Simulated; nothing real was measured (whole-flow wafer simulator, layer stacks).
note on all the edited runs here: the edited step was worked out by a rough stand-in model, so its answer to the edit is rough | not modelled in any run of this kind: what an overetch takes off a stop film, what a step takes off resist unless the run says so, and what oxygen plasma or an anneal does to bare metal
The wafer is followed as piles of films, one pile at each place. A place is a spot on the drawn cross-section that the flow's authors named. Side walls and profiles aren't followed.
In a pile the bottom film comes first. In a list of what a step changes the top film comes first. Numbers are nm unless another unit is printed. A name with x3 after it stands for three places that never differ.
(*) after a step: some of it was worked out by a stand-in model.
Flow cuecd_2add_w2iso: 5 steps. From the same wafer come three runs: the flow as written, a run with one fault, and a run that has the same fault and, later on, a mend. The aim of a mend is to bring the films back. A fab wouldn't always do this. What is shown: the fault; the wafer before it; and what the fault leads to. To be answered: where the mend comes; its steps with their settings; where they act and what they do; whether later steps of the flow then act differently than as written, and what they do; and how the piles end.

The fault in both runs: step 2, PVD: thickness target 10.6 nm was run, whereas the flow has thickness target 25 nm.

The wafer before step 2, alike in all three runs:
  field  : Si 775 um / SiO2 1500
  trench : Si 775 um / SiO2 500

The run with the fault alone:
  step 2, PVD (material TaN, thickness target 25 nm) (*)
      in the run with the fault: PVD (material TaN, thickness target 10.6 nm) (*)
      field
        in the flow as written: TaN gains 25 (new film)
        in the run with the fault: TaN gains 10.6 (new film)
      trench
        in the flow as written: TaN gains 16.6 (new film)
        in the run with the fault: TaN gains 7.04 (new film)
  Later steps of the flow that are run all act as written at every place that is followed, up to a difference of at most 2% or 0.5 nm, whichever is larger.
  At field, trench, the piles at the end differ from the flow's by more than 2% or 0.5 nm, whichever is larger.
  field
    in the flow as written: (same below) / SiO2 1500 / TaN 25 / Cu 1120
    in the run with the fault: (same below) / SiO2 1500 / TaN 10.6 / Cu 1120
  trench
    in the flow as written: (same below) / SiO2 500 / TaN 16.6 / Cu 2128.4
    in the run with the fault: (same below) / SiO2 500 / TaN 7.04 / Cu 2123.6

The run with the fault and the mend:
  After step 2 comes the mend.
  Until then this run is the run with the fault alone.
  step 2a, PVD (material TaN, thickness target 14.4 nm) (*) (a further turn of the flow's step 2, with different settings)
      field
        TaN gains 14.4
      trench
        TaN gains 9.53
  Later steps of the flow that are run all act as written at every place that is followed.
  The piles end the same as the flow's at every place that both follow.
